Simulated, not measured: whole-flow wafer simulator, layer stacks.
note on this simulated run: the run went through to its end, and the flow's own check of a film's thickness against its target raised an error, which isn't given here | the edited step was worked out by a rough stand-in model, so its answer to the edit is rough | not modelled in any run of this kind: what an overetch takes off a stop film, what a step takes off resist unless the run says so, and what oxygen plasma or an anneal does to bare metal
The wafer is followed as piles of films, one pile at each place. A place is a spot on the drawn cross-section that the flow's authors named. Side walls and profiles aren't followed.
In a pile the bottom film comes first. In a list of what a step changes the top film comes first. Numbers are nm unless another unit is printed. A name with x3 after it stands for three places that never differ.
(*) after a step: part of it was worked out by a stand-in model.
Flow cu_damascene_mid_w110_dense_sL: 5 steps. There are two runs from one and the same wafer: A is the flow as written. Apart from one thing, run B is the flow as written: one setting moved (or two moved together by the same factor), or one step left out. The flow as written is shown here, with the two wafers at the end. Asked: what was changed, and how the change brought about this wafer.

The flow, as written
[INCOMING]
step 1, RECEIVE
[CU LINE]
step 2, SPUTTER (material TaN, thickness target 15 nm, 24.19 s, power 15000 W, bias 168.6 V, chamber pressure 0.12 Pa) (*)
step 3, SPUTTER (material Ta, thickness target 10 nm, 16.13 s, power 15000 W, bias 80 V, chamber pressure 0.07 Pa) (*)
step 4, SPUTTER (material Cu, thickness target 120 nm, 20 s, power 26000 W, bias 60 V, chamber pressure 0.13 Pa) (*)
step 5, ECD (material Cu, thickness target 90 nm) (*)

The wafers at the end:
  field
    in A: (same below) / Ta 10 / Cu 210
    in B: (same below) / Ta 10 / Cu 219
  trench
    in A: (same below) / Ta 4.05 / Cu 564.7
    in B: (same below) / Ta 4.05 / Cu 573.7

The reason: step 5, ECD: thickness target 99 nm was run, though the flow has thickness target 90 nm.

The path from the change to this, step by step:
  step 5, ECD (material Cu, thickness target 90 nm) (*)
      field: A Cu gains 90 | B Cu gains 99
